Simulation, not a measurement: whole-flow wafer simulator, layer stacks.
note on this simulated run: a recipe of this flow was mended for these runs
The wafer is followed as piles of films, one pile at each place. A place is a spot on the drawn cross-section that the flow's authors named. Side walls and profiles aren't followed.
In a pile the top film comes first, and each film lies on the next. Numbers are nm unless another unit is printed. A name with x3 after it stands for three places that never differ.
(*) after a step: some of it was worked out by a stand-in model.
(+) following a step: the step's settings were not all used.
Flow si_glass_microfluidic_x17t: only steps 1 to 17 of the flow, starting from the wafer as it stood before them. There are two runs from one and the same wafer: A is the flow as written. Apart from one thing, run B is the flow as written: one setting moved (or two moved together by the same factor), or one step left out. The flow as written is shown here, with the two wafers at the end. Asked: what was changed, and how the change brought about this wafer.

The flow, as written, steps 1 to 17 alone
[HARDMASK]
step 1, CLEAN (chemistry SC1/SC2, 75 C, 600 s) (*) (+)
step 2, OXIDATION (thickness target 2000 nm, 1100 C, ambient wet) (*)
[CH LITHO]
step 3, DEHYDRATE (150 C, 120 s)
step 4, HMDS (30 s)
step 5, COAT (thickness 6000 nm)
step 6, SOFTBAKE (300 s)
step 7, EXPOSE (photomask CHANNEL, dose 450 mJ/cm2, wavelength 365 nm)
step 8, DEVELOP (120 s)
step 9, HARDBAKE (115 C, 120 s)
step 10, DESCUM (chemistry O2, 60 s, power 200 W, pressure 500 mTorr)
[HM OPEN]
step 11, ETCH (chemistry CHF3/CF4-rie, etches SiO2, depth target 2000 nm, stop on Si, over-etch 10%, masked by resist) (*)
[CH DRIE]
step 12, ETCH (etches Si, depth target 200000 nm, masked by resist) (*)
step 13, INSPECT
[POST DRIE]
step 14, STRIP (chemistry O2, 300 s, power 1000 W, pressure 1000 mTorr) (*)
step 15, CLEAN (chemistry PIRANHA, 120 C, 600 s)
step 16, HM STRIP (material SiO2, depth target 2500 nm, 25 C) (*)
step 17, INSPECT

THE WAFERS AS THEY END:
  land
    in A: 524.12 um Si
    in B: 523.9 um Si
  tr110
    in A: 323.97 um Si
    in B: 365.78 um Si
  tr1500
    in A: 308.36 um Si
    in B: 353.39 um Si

The reason: step 2, OXIDATION: thickness target 2480 nm was run, whereas the flow has thickness target 2000 nm.

The path from the change to this, step by step:
  step 2, OXIDATION (thickness target 2000 nm, 1100 C, ambient wet) (*)
      land, tr110, tr1500, tr15: A +2000 SiO2 (new film), -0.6 chemical SiO2 (all of it), -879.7 Si | B +2480 SiO2 (new film), -0.6 chemical SiO2 (all of it), -1090.9 Si
  step 11, ETCH (chemistry CHF3/CF4-rie, etches SiO2, depth target 2000 nm, stop on Si, over-etch 10%, masked by resist) (*)
      tr110, tr1500, tr15: A -2000 SiO2 (all of it), -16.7 Si | B -2200 SiO2
  step 12, ETCH (etches Si, depth target 200000 nm, masked by resist) (*)
      tr110: A -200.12 um Si | B -280 SiO2 (all of it), -158.12 um Si
      tr1500: A -215.73 um Si | B -280 SiO2 (all of it), -170.51 um Si
      (as well as at 1 more place)
  step 16, HM STRIP (material SiO2, depth target 2500 nm, 25 C) (*)
      land: A -2000 SiO2 (all of it) | B -2480 SiO2 (all of it)
